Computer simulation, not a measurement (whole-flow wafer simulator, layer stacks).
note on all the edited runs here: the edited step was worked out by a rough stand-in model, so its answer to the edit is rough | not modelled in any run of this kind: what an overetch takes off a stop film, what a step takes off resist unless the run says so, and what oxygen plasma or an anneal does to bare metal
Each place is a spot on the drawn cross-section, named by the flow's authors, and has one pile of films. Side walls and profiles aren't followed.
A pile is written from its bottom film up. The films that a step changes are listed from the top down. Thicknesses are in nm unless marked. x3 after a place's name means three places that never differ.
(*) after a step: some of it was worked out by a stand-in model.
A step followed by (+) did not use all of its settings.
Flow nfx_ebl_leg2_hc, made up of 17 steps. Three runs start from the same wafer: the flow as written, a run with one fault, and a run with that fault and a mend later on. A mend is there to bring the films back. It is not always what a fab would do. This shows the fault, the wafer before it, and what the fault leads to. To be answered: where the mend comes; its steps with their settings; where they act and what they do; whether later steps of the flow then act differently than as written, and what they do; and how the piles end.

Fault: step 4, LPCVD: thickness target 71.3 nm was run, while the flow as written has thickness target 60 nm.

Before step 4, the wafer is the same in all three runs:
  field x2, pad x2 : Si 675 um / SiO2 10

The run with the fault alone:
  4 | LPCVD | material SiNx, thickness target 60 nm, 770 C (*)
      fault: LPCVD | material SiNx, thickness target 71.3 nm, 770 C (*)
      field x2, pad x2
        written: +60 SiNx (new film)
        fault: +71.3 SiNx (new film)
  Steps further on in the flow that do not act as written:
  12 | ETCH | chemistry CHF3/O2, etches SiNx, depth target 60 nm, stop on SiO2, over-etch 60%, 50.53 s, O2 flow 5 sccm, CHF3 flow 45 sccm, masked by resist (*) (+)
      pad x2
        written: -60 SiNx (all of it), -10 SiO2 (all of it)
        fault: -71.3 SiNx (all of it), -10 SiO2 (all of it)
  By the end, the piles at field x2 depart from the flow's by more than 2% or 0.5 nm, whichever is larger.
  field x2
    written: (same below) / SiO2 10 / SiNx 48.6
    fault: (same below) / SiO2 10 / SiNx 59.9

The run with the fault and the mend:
  After step 5 comes the mend.
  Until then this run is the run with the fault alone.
  5a | ETCH | chemistry h3po4, depth target 11.3 nm
      field x2, pad x2
        -11.3 SiNx
  None of the later steps of the flow acts differently than as written at any place that is followed.
  By the end, the piles equal the flow's at every place that both follow.
